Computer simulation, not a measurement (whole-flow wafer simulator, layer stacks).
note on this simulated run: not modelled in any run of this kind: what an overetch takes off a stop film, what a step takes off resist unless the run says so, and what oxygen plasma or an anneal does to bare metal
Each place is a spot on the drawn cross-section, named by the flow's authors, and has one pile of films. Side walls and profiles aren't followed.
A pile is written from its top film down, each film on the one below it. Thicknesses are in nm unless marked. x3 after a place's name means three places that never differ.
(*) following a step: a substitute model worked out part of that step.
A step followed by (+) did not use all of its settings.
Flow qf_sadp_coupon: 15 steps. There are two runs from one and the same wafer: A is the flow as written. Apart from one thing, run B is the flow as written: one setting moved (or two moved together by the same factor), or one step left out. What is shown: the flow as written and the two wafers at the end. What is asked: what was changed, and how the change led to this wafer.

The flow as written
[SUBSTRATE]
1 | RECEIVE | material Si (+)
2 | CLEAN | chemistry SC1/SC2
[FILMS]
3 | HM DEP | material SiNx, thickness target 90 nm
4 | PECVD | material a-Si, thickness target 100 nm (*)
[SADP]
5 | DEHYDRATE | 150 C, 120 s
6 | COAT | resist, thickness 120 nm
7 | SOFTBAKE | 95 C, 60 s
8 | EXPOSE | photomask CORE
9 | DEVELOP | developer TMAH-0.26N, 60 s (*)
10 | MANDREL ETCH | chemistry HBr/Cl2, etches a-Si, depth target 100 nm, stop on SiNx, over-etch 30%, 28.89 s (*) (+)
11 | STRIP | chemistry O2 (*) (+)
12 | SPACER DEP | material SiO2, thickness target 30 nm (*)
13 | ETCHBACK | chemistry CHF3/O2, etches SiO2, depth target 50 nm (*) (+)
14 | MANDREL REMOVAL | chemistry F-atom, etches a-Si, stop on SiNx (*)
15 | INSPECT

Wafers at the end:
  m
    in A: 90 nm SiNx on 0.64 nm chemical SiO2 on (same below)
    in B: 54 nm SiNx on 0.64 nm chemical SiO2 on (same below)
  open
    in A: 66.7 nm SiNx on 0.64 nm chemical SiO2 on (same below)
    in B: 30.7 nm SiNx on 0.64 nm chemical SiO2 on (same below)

What caused this: step 3, HM DEP: thickness target 54 nm was run, while the flow as written has thickness target 90 nm.
The wafer lets one read it off: m has SiNx 54, and step 3 as written asks for 90 nm.

How this came from the change, step by step:
  3 | HM DEP | material SiNx, thickness target 90 nm
      m, open: A +90 SiNx (new film) | B +54 SiNx (new film)
